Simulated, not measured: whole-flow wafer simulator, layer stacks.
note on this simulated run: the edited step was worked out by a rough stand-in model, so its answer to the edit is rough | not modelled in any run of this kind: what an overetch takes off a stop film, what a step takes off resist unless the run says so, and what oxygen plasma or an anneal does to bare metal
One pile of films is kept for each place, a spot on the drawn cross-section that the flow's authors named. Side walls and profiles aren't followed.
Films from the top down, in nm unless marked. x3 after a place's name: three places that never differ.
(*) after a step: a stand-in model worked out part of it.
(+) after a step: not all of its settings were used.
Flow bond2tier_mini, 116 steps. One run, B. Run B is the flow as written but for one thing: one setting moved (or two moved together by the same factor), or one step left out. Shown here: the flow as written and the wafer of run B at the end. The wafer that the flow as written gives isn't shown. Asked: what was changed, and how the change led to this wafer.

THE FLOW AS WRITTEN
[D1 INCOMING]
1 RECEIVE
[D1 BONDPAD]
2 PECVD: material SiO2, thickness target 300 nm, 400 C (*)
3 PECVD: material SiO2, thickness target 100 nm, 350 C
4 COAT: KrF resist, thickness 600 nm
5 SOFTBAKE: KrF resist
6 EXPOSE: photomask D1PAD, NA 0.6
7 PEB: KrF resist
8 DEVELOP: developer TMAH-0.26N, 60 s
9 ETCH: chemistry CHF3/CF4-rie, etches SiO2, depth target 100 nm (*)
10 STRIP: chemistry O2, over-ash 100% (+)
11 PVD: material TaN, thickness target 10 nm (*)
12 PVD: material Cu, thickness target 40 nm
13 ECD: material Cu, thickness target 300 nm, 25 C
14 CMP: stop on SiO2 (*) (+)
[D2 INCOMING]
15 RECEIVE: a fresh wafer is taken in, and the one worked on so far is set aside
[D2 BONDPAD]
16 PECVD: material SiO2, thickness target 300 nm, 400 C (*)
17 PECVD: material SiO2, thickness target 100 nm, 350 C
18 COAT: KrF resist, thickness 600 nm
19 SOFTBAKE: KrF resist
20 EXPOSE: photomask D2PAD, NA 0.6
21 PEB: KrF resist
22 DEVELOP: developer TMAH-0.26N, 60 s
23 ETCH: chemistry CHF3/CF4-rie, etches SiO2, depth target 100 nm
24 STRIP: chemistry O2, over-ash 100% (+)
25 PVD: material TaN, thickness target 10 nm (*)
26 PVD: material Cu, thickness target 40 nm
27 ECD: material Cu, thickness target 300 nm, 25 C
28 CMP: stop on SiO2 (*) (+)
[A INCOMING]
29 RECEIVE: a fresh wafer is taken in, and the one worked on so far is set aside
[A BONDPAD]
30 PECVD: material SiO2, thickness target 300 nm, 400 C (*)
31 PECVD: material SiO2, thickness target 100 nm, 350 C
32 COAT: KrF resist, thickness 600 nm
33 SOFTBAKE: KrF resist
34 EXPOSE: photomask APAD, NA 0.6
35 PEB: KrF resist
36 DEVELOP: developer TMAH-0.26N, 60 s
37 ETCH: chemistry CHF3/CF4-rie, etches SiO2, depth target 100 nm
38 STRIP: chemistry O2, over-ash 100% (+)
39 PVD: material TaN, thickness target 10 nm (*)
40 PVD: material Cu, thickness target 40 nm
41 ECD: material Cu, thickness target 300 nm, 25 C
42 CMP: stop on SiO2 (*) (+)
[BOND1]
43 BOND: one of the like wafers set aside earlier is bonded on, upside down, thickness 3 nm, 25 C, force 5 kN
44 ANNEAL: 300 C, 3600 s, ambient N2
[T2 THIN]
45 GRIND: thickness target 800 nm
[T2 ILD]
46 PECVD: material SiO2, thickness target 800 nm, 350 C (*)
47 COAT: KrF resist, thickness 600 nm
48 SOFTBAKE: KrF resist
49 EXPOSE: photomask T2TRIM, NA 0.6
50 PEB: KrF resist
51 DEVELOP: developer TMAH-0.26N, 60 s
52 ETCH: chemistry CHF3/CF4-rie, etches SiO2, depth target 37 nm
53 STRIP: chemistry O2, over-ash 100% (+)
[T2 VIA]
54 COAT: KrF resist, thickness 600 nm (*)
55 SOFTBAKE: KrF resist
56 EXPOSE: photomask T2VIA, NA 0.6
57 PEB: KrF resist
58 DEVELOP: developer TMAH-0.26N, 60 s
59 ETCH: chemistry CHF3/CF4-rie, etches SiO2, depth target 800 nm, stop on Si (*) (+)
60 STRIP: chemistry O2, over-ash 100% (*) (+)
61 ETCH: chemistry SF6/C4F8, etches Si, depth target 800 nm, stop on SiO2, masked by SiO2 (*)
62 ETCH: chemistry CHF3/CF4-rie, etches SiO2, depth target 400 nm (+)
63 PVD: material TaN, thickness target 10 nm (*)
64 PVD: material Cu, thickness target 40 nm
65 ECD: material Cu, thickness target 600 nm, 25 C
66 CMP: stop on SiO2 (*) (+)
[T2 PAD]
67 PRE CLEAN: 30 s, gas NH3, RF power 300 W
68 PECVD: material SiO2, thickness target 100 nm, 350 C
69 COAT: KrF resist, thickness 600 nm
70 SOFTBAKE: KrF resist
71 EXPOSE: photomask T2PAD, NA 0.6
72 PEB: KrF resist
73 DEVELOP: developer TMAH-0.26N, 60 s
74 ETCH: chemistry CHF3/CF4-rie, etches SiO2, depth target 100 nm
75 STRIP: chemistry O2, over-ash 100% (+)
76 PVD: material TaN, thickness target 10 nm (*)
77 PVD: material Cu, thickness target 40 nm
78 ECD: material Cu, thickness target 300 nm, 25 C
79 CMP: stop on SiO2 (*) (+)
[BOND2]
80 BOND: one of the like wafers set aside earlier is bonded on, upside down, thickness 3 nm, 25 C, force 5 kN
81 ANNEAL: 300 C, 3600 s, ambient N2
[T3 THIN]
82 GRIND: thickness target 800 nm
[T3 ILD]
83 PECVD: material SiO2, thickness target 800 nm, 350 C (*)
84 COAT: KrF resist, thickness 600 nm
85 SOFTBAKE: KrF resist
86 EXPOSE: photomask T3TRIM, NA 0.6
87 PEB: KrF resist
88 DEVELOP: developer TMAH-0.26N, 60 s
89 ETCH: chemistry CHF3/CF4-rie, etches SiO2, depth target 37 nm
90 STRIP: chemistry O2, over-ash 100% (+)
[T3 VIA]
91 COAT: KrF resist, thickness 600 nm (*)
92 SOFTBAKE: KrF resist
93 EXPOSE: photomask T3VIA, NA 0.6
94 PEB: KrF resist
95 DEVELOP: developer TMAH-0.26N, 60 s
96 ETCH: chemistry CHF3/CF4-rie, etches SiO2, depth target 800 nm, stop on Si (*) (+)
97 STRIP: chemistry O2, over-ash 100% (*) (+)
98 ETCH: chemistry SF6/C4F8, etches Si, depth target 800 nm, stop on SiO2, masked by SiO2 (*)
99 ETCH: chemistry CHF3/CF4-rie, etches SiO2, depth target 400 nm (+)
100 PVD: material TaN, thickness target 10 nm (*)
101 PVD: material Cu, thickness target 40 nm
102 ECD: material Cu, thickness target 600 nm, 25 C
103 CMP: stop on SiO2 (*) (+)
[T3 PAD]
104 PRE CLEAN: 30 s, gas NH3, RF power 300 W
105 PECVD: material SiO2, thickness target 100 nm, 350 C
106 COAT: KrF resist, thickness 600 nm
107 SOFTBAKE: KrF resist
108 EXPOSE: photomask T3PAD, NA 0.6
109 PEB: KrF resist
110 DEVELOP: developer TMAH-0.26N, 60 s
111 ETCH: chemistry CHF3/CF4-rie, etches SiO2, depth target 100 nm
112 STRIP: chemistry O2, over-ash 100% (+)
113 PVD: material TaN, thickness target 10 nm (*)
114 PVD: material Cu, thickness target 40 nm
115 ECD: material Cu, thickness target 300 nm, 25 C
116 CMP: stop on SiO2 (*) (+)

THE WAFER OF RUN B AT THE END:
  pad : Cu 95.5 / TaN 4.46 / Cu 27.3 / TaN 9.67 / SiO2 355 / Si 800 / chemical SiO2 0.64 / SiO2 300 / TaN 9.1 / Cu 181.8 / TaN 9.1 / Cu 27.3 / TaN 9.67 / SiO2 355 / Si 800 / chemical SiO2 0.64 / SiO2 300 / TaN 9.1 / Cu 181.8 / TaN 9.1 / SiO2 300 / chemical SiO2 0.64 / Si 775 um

The cause: step 113, PVD: thickness target 4.9 nm was run, where the flow has thickness target 10 nm.

How the change led to this, step by step:
  113 PVD: material TaN, thickness target 10 nm (*)
      field: TaN +4.9 (new film) (as written it would be: TaN +10 (new film))
      pad: TaN +4.46 (new film) (as written it would be: TaN +9.1 (new film))
  116 CMP: stop on SiO2 (*) (+)
      field: Cu -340 (all of it), TaN -4.9 (all of it) (as written it would be: Cu -340 (all of it), TaN -10 (all of it))
